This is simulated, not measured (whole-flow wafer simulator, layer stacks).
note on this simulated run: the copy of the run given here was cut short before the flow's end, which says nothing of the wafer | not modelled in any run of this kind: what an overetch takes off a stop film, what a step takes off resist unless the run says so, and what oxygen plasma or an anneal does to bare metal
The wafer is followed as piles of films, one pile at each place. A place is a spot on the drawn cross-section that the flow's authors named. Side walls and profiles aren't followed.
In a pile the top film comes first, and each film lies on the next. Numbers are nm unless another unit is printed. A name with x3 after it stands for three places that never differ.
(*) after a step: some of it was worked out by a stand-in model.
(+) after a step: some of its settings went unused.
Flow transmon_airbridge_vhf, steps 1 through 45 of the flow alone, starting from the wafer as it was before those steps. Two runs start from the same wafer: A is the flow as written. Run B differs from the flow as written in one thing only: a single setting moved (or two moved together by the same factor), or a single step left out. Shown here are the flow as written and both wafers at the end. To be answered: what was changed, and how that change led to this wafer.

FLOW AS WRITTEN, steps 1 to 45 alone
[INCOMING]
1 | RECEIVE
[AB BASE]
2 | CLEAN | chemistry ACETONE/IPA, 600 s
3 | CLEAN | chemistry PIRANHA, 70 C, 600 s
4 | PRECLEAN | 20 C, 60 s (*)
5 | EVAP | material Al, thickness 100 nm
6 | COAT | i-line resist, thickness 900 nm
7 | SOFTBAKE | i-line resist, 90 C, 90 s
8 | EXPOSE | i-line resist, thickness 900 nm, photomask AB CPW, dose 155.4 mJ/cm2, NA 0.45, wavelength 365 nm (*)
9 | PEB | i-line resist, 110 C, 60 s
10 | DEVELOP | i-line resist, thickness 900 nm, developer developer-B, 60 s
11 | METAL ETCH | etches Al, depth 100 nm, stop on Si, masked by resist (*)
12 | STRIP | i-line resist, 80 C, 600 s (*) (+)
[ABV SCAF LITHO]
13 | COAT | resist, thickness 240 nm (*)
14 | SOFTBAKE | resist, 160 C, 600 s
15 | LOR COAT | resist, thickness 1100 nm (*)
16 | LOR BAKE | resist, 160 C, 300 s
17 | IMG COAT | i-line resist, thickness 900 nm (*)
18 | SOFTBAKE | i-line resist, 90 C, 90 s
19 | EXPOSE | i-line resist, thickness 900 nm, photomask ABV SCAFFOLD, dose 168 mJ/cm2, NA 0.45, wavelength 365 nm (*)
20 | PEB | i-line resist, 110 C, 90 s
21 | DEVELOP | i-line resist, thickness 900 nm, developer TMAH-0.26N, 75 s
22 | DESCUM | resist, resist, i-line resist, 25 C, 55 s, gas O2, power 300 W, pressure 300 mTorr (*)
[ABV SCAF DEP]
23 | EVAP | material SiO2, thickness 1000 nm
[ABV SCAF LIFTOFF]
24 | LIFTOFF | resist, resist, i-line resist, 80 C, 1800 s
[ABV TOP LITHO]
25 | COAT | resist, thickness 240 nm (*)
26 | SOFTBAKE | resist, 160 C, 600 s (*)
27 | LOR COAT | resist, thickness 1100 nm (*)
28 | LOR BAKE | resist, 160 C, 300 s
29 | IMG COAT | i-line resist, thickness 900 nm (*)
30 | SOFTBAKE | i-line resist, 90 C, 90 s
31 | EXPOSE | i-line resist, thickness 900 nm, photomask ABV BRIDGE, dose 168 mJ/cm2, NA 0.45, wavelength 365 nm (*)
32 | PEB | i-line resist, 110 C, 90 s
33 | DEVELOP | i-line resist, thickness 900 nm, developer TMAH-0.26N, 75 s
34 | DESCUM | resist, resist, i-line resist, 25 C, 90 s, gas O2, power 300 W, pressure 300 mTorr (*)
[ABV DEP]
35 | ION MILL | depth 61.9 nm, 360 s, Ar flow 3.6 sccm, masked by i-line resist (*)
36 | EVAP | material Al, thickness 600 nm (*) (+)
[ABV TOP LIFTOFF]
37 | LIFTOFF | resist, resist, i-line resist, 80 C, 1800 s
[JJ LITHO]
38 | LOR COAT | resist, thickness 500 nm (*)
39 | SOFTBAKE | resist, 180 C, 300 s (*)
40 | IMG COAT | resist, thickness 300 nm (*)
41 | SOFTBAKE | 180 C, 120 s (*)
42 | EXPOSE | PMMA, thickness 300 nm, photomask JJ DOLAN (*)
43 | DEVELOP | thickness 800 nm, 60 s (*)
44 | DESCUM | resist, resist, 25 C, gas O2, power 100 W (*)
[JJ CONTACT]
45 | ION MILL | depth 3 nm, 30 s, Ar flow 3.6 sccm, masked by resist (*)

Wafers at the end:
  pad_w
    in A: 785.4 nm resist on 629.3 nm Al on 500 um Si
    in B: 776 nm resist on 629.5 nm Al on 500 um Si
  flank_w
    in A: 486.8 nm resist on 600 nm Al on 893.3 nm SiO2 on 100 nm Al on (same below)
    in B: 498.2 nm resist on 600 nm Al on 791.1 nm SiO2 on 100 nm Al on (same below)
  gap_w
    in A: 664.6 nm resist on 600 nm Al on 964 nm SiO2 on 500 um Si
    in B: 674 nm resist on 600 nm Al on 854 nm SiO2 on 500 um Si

What caused this: step 23, EVAP: thickness 890 nm was run, though the flow has thickness 1000 nm.

The path from the change to this, step by step:
  23 | EVAP | material SiO2, thickness 1000 nm
      field x3, jj_line, ground_far and 10 more: A +1000 SiO2 (new film) | B +890 SiO2 (new film)
      flank_w, flank_e: A +929.3 SiO2 (new film) | B +827.1 SiO2 (new film)
  24 | LIFTOFF | resist, resist, i-line resist, 80 C, 1800 s
      field x3, jj_line, trace_open_s x2: A -1000 SiO2 (all of it), -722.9 i-line resist (all of it), -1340 resist (all of it) | B -890 SiO2 (all of it), -722.9 i-line resist (all of it), -1340 resist (all of it)
      pad_w, pad_e: A -1000 SiO2 (all of it), -718 i-line resist (all of it), -1330.2 resist (all of it) | B -890 SiO2 (all of it), -718 i-line resist (all of it), -1330.2 resist (all of it)
      (also at 1 further place)
  25 | COAT | resist, thickness 240 nm (*)
      flank_w, flank_e: A +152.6 resist (new film) | B +156.1 resist (new film)
      gap_w, gap_e: A +210.7 resist (new film) | B +215.5 resist (new film)
      (also at 3 further places)
  27 | LOR COAT | resist, thickness 1100 nm (*)
      margin_s, margin_n: A +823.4 resist | B +849.5 resist
      flank_w: A +822.6 resist | B +849.3 resist
      (also at 1 further place)
  29 | IMG COAT | i-line resist, thickness 900 nm (*)
      gap_w, gap_e: A +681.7 i-line resist (new film) | B +708 i-line resist (new film)
      margin_s, margin_n: A +603.2 i-line resist (new film) | B +638.1 i-line resist (new film)
      (also at 4 further places)
  32 | PEB | i-line resist, 110 C, 90 s
      flank_w, flank_e: A -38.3 i-line resist | B -39.4 i-line resist
      gap_w, gap_e: A -34.7 i-line resist | B -36.1 i-line resist
      (also at 4 further places)
  33 | DEVELOP | i-line resist, thickness 900 nm, developer TMAH-0.26N, 75 s
      gap_w, gap_e: A -646.9 i-line resist (all of it), -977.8 resist | B -671.8 i-line resist (all of it), -992.8 resist
      flank_w: A -710.9 i-line resist (all of it), -822.6 resist | B -731.2 i-line resist (all of it), -849.3 resist
      (also at 3 further places)
  34 | DESCUM | resist, resist, i-line resist, 25 C, 90 s, gas O2, power 300 W, pressure 300 mTorr (*)
      flank_w, flank_e: A -152.6 resist (all of it) | B -156.1 resist (all of it)
      gap_w, gap_e: A -210.7 resist (all of it) | B -215.5 resist (all of it)
      (also at 1 further place)
  37 | LIFTOFF | resist, resist, i-line resist, 80 C, 1800 s
      margin_s, margin_n: A -600 Al (all of it), -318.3 i-line resist (all of it), -992 resist (all of it) | B -600 Al (all of it), -351.4 i-line resist (all of it), -1024.4 resist (all of it)
  38 | LOR COAT | resist, thickness 500 nm (*)
      flank_w, flank_e: A +306.5 resist (new film) | B +314.4 resist (new film)
  40 | IMG COAT | resist, thickness 300 nm (*)
      margin_s, margin_n: A +248.7 resist | B +255.5 resist
      bridge_strip: A +197.1 resist | B +202.2 resist
